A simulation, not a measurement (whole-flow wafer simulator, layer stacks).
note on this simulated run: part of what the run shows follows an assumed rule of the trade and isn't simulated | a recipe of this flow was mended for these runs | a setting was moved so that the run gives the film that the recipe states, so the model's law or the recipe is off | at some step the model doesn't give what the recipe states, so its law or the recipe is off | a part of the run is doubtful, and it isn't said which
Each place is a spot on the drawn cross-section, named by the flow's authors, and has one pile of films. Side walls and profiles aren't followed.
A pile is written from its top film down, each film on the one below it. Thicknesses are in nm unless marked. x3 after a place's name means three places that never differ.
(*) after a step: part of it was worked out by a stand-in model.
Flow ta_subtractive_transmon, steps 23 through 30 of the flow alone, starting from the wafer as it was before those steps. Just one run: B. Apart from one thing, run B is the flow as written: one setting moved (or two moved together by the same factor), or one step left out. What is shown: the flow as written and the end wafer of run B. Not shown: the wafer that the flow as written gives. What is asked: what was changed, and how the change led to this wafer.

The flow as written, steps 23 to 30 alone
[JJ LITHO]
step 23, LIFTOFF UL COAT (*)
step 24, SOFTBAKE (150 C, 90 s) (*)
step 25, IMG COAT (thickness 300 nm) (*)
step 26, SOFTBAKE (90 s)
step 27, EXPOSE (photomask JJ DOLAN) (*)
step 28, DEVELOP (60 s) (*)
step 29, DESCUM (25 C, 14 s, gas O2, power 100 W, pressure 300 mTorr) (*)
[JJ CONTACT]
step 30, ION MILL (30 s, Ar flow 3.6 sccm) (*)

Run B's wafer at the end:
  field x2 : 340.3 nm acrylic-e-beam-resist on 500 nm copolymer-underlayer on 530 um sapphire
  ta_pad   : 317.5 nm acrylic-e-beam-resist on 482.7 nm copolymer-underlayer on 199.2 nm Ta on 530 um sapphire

Cause: step 25, IMG COAT: thickness 372 nm was run, though the flow has thickness 300 nm.

How this came from the change, step by step:
  step 25, IMG COAT (thickness 300 nm) (*)
      field x2, jj_line: +372 acrylic-e-beam-resist (new film) (as written it would have been: +300 acrylic-e-beam-resist (new film))
      lead: +386.7 acrylic-e-beam-resist (new film) (as written it would have been: +312.5 acrylic-e-beam-resist (new film))
      (also at 2 further places)
  step 28, DEVELOP (60 s) (*)
      jj_line: -372 acrylic-e-beam-resist (all of it), -500 copolymer-underlayer (all of it) (as written it would have been: -300 acrylic-e-beam-resist (all of it), -500 copolymer-underlayer (all of it))
      lead: -386.7 acrylic-e-beam-resist (all of it), -554.7 copolymer-underlayer (all of it) (as written it would have been: -312.5 acrylic-e-beam-resist (all of it), -554.7 copolymer-underlayer (all of it))
      (also at 1 further place)
